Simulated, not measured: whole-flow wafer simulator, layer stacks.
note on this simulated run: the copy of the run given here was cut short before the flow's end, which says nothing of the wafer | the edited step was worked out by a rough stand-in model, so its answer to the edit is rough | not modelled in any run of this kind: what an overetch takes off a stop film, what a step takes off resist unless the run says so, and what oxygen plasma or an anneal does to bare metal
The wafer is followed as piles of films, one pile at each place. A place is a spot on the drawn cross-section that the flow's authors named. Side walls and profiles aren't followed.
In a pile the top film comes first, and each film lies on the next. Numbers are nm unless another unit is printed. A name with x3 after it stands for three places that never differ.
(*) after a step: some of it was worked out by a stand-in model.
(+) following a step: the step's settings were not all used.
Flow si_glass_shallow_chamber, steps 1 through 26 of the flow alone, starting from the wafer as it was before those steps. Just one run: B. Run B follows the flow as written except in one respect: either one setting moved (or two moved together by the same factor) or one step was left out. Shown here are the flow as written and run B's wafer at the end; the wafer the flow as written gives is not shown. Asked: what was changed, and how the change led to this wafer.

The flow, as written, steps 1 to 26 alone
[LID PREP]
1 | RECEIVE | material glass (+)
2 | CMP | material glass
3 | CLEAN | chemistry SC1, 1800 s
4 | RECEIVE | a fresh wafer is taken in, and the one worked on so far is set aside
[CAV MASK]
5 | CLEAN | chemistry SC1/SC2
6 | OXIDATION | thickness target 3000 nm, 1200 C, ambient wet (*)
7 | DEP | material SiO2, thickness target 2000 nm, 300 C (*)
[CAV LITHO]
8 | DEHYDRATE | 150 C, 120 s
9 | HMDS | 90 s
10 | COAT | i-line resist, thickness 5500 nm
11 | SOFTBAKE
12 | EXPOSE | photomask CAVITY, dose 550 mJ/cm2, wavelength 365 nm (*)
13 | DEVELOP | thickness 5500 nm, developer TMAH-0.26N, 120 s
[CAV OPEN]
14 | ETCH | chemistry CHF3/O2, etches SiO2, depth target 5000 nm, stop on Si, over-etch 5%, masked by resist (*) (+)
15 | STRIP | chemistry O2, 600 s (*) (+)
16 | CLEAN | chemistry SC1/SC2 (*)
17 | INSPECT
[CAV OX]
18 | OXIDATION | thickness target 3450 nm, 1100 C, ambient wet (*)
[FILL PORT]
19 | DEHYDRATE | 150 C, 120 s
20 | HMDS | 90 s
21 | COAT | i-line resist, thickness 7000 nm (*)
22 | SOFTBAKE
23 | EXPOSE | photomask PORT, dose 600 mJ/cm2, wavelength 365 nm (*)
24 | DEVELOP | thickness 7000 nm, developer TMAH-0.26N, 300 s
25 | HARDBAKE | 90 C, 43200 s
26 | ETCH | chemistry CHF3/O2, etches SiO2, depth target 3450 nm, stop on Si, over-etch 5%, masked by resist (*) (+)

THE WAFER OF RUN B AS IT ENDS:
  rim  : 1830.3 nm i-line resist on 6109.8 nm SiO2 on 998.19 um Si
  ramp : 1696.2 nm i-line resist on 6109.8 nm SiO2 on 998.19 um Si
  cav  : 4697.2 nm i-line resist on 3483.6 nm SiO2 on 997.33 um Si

Cause: step 14, ETCH: depth target 4375 nm was run, whereas the flow has depth target 5000 nm.

Step by step, how the change led to this:
  14 | ETCH | chemistry CHF3/O2, etches SiO2, depth target 5000 nm, stop on Si, over-etch 5%, masked by resist (*) (+)
      cav, port: SiO2 loses 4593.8 (as written it would have been: SiO2 loses 5000 (all of it), Si loses 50)
      rim, ramp, septum, ring: i-line resist loses 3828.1 (as written it would have been: i-line resist loses 4375)
  15 | STRIP | chemistry O2, 600 s (*) (+)
      cav, port: nothing (as written it would have been: chemical SiO2 gains 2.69 (new film), Si loses 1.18)
      rim, ramp, septum, ring: i-line resist loses 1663 (all of it) (as written it would have been: i-line resist loses 1116.2 (all of it))
  18 | OXIDATION | thickness target 3450 nm, 1100 C, ambient wet (*)
      cav, port: SiO2 gains 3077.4, Si loses 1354 (as written it would have been: SiO2 gains 3450 (new film), chemical SiO2 loses 2.69 (all of it), Si loses 1516.8)
  21 | COAT | i-line resist, thickness 7000 nm (*)
      ramp: i-line resist gains 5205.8 (new film) (as written it would have been: i-line resist gains 5087.8 (new film))
  22 | SOFTBAKE
      rim: i-line resist loses 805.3 (as written it would have been: i-line resist loses 849)
      ramp: i-line resist loses 404.7 (as written it would have been: i-line resist loses 434.5)
      (also at 4 further places)
  25 | HARDBAKE | 90 C, 43200 s
      rim: i-line resist loses 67 (as written it would have been: i-line resist loses 62.5)
      ramp: i-line resist loses 62.1 (as written it would have been: i-line resist loses 57.1)
  26 | ETCH | chemistry CHF3/O2, etches SiO2, depth target 3450 nm, stop on Si, over-etch 5%, masked by resist (*) (+)
      port: SiO2 loses 3483.6 (all of it), Si loses 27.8 (as written it would have been: SiO2 loses 3450 (all of it), Si loses 34.5)
